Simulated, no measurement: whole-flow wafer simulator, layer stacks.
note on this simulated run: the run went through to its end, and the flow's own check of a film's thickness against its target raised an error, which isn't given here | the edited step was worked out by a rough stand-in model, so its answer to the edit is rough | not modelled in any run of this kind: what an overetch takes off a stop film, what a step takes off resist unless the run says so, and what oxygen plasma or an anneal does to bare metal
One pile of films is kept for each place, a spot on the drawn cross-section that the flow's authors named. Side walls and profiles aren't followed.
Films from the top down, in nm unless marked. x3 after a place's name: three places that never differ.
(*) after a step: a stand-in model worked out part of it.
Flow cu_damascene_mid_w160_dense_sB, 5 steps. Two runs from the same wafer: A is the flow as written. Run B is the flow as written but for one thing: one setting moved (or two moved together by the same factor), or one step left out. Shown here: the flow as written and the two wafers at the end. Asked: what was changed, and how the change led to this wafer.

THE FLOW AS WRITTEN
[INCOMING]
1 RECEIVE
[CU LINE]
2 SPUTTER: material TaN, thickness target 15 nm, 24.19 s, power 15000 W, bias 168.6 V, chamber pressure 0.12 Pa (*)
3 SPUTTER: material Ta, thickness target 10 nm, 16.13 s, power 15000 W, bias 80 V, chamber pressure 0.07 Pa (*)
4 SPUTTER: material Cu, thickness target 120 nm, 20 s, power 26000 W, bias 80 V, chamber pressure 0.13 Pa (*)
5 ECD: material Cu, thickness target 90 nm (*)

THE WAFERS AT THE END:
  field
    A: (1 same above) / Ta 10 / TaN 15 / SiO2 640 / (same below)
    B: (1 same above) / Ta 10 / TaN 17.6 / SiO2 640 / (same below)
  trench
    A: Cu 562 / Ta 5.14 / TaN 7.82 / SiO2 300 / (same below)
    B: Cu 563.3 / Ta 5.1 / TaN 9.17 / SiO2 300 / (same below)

The cause: step 2, SPUTTER: thickness target 17.6 nm was run, where the flow has thickness target 15 nm; step 2, SPUTTER: 28.42 s was run, where the flow has 24.19 s.
It can be read off the wafer: field has TaN 17.6, and step 2 as written asks for 15 nm.

How the change led to this, step by step:
  2 SPUTTER: material TaN, thickness target 15 nm, 24.19 s, power 15000 W, bias 168.6 V, chamber pressure 0.12 Pa (*)
      field: A TaN +15 (new film) | B TaN +17.6 (new film)
      trench: A TaN +7.82 (new film) | B TaN +9.17 (new film)
